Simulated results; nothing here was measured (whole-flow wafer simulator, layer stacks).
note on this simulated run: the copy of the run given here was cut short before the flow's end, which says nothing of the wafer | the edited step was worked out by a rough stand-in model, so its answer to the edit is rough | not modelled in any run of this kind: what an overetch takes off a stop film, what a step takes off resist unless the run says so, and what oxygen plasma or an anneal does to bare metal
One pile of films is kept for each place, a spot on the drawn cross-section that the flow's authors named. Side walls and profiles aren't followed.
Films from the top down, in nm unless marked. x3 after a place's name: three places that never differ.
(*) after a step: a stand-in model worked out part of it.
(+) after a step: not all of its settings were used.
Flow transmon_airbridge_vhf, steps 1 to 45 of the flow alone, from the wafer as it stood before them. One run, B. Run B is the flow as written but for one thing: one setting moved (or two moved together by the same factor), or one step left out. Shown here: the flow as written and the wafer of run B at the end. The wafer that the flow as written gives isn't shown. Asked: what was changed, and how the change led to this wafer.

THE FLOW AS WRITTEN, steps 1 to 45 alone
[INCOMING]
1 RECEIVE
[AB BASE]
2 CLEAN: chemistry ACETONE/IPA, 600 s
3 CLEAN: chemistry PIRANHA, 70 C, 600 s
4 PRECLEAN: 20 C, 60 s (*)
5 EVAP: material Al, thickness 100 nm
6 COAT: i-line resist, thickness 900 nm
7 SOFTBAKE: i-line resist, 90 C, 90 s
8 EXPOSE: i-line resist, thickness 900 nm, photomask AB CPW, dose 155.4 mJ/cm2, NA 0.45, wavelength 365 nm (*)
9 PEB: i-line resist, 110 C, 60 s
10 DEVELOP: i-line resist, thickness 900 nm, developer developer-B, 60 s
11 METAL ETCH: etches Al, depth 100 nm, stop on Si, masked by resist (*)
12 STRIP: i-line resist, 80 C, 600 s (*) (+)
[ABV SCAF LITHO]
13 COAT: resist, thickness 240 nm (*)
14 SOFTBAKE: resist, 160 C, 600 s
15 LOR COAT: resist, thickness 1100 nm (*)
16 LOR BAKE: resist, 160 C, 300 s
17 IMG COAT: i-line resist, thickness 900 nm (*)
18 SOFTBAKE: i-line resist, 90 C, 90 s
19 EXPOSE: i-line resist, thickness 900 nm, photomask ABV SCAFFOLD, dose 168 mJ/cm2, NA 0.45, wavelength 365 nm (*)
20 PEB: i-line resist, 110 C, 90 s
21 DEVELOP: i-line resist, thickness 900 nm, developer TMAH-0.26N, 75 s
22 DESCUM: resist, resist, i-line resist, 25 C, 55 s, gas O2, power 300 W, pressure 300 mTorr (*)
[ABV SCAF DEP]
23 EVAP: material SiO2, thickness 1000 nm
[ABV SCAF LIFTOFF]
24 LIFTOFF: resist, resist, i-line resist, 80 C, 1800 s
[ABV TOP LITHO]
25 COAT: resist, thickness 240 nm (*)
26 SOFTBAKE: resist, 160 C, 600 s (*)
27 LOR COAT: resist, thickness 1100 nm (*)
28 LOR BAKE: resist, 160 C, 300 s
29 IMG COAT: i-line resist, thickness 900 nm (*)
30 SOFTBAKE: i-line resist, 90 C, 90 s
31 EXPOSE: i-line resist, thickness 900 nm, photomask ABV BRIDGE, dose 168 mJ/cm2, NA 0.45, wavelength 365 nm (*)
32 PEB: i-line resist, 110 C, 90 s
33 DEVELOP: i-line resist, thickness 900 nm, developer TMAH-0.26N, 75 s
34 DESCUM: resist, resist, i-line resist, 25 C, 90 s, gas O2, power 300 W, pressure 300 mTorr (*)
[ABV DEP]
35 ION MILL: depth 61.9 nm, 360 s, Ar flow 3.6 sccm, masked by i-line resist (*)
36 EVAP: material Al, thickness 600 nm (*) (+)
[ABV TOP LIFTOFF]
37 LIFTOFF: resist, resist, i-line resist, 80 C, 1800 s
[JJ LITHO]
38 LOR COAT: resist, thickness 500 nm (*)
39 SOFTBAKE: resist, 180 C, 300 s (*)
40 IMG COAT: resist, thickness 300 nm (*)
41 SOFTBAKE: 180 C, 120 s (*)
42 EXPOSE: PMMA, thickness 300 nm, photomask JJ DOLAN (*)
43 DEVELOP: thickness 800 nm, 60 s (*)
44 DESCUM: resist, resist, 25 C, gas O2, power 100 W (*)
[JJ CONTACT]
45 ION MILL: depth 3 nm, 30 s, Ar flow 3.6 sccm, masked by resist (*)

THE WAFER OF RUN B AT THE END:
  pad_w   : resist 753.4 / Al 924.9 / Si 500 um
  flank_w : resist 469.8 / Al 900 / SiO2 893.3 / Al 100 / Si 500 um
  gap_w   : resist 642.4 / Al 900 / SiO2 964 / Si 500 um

The cause: step 36, EVAP: thickness 900 nm was run, where the flow has thickness 600 nm.
It can be read off the wafer: flank_w has Al 900, and step 36 as written asks for 600 nm.

How the change led to this, step by step:
  36 EVAP: material Al, thickness 600 nm (*) (+)
      field x3, jj_line, ground_far and 10 more: Al +900 (new film) (as written it would be: Al +600 (new film))
      pad_w, pad_e: Al +886.8 (as written it would be: Al +591.2)
  37 LIFTOFF: resist, resist, i-line resist, 80 C, 1800 s
      field x3, jj_line, trace_open_s x2: Al -900 (all of it), i-line resist -600 (all of it), resist -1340 (all of it) (as written it would be: Al -600 (all of it), i-line resist -600 (all of it), resist -1340 (all of it))
      margin_s, margin_n: Al -900 (all of it), i-line resist -318.3 (all of it), resist -992 (all of it) (as written it would be: Al -600 (all of it), i-line resist -318.3 (all of it), resist -992 (all of it))
      (and at 1 more place)
  38 LOR COAT: resist, thickness 500 nm (*)
      pad_w, pad_e: resist +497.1 (new film) (as written it would be: resist +517 (new film))
      flank_w, flank_e: resist +299.2 (new film) (as written it would be: resist +306.5 (new film))
      (and at 6 more places)
  40 IMG COAT: resist, thickness 300 nm (*)
      pad_w, pad_e: resist +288 (as written it would be: resist +300.1)
      flank_w, flank_e: resist +202.4 (as written it would be: resist +212.1)
      (and at 6 more places)
